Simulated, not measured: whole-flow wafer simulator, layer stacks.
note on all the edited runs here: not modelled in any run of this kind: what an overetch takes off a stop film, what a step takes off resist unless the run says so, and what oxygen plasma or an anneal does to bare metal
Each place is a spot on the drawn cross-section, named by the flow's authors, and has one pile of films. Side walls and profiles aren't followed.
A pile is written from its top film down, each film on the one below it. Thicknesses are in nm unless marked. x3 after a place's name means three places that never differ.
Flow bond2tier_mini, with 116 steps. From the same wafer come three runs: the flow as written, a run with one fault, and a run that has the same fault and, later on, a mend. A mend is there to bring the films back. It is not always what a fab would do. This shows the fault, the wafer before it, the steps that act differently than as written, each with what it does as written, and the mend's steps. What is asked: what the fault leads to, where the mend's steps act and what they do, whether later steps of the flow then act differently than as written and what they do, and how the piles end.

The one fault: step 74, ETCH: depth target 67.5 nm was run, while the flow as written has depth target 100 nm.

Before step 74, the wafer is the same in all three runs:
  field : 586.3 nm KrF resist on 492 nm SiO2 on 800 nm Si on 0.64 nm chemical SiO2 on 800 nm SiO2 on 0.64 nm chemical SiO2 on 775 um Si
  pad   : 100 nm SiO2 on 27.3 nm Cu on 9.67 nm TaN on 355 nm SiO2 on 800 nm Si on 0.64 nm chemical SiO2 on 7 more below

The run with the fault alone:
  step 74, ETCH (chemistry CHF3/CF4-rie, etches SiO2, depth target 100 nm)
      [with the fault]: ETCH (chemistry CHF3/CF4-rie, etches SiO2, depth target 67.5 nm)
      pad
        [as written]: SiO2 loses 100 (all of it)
        [with the fault]: SiO2 loses 67.5
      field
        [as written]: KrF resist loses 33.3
        [with the fault]: KrF resist loses 22.5
  Steps later in the flow that act otherwise than as written (not shown: 2 more steps that differ only slightly, by at most 2% or 0.5 nm, whichever is larger):
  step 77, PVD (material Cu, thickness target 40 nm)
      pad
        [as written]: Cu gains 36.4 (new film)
        [with the fault]: Cu gains 37.6 (new film)
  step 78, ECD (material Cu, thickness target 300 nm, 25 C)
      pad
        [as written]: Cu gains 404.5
        [with the fault]: Cu gains 370.6
  By the end, the piles at pad depart from the flow's by more than 2% or 0.5 nm, whichever is larger.
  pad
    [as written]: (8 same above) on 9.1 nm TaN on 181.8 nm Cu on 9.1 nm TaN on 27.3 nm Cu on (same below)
    [with the fault]: (8 same above) on 9.1 nm TaN on 149 nm Cu on 9.39 nm TaN on 32.5 nm SiO2 on 27.3 nm Cu on (same below)

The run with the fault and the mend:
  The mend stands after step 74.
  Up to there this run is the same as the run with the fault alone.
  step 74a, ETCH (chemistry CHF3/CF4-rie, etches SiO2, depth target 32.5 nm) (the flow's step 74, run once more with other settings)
      field
        KrF resist loses 10.8
      pad
        SiO2 loses 32.5 (all of it)
  None of the later steps of the flow acts differently than as written at any place that is followed.
  At every place that both follow, the piles at the end match the flow's.
